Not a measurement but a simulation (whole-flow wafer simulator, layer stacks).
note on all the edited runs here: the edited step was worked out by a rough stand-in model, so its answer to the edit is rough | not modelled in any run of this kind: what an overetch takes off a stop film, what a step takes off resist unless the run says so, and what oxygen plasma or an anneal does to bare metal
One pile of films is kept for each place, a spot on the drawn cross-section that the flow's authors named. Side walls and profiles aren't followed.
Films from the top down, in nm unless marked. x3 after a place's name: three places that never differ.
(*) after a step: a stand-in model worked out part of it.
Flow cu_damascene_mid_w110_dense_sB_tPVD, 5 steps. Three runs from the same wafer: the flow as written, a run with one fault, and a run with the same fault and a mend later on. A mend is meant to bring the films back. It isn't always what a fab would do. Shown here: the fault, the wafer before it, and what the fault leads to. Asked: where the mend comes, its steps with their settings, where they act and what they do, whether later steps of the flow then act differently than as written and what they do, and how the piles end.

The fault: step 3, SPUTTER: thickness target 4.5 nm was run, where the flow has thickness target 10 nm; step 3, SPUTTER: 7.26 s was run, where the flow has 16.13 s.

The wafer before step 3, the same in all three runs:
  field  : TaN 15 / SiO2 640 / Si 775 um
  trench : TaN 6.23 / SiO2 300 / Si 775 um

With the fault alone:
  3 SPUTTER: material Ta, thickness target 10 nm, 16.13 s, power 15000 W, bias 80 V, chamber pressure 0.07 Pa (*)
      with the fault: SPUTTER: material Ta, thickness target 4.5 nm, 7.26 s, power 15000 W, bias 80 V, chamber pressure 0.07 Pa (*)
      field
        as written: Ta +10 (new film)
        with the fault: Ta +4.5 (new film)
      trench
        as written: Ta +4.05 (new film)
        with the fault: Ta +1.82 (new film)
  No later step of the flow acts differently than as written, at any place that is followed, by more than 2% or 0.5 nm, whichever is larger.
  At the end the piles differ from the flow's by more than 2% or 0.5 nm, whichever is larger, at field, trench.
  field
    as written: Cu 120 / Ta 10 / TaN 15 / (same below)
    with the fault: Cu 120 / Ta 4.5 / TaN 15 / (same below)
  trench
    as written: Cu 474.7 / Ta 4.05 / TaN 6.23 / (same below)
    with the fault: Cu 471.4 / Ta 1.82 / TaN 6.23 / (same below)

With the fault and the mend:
  The mend comes after step 3.
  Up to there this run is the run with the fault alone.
  3a SPUTTER: material Ta, thickness target 5.5 nm, 8.871 s, power 15000 W, bias 80 V, chamber pressure 0.07 Pa (*) (the flow's step 3 once more, with other settings)
      field
        Ta +5.5
      trench
        Ta +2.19
  No later step of the flow acts differently than as written, at any place that is followed, by more than 2% or 0.5 nm, whichever is larger.
  At the end the piles differ from the flow's only slightly at the places that both follow, by at most 2% or 0.5 nm, whichever is larger.
